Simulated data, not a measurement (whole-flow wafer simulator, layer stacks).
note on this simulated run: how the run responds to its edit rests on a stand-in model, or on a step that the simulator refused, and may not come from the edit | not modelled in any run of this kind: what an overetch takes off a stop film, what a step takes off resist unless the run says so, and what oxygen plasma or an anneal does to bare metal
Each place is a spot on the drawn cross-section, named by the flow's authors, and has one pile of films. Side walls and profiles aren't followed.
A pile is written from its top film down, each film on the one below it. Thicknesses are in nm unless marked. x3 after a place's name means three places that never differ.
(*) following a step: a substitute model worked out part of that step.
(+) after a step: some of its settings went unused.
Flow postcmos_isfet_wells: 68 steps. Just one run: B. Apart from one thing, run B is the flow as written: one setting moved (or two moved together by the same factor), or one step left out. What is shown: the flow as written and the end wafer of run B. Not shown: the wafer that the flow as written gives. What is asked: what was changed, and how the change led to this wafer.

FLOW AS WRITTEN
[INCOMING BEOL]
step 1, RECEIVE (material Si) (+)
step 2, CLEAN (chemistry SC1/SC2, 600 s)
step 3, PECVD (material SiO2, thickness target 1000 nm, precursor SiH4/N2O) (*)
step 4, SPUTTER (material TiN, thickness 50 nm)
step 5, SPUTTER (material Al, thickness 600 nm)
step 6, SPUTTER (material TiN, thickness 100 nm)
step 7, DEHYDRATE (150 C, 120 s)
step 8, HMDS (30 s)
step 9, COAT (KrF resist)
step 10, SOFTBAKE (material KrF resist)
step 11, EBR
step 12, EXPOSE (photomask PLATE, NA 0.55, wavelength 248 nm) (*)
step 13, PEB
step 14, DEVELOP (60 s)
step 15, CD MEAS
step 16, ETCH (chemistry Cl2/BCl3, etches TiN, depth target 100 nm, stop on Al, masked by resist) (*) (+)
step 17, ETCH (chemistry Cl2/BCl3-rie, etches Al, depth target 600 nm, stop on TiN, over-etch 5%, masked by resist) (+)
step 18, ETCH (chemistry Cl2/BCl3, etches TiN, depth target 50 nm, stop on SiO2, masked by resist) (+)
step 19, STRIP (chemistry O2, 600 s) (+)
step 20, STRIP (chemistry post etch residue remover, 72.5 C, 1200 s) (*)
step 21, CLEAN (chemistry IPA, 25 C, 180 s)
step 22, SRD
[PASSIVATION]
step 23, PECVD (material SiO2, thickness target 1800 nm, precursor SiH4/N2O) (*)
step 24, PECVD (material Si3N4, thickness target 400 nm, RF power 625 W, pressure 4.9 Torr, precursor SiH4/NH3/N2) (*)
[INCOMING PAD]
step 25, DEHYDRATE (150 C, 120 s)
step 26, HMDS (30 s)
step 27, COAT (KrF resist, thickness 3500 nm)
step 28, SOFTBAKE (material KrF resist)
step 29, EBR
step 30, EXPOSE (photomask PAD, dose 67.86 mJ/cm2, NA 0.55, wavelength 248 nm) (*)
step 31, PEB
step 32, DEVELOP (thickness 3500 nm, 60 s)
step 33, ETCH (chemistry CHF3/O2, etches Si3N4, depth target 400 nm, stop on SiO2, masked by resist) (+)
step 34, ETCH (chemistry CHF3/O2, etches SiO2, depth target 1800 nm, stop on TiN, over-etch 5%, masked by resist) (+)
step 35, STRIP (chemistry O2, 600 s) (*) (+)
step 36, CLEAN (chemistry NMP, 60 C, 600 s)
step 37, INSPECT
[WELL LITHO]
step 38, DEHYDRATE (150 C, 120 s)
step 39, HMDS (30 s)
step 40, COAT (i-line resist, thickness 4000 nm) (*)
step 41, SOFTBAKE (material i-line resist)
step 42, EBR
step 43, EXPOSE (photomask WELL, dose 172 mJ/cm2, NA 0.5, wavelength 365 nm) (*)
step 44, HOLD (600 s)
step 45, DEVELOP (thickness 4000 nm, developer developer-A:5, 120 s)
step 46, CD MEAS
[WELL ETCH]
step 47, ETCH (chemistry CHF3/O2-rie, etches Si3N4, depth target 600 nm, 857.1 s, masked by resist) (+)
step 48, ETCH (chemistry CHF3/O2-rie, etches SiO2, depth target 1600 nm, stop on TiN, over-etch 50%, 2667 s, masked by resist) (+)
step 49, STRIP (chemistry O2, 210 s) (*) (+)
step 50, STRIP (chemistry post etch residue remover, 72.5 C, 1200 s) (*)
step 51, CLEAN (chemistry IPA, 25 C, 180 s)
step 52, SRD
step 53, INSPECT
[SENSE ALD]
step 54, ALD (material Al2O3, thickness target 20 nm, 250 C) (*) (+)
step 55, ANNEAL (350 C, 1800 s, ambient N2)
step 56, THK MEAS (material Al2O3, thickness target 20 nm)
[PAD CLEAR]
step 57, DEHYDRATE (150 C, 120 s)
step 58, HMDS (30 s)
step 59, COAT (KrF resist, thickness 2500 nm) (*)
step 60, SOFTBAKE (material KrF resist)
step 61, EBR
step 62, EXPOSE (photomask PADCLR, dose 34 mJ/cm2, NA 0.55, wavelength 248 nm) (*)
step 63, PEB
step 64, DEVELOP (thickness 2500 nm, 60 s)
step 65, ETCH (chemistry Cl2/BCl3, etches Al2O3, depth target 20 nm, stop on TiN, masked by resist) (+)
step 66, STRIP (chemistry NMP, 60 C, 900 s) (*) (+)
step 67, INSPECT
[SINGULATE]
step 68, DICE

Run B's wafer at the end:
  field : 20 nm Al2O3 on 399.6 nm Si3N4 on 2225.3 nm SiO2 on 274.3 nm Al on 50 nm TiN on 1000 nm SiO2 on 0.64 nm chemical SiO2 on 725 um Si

What caused this: step 17, ETCH: depth target 270 nm was run, though the flow has depth target 600 nm.

Step by step, how the change led to this:
  step 17, ETCH (chemistry Cl2/BCl3-rie, etches Al, depth target 600 nm, stop on TiN, over-etch 5%, masked by resist) (+)
      field: -270 Al (as written it would have been: -600 Al (all of it))
      margin, well900, well1300 x3, pad_rim, pad_clr, pad_open: -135 KrF resist (as written it would have been: -300 KrF resist)
  step 18, ETCH (chemistry Cl2/BCl3, etches TiN, depth target 50 nm, stop on SiO2, masked by resist) (+)
      field: -50 Al (as written it would have been: -50 TiN (all of it))
  step 19, STRIP (chemistry O2, 600 s) (+)
      margin, well900, well1300 x3, pad_rim, pad_clr, pad_open: -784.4 KrF resist (all of it) (as written it would have been: -619.4 KrF resist (all of it))
  step 20, STRIP (chemistry post etch residue remover, 72.5 C, 1200 s) (*)
      field: -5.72 Al (as written it would have been: nothing)
  step 23, PECVD (material SiO2, thickness target 1800 nm, precursor SiH4/N2O) (*)
      field: +2225.3 SiO2 (new film) (as written it would have been: +1800 SiO2 (new film), +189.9 void (new film), +559.7 SiO2)
If metal films that touch count as one body, field has 1 body; the flow as written gives 0 bodies.
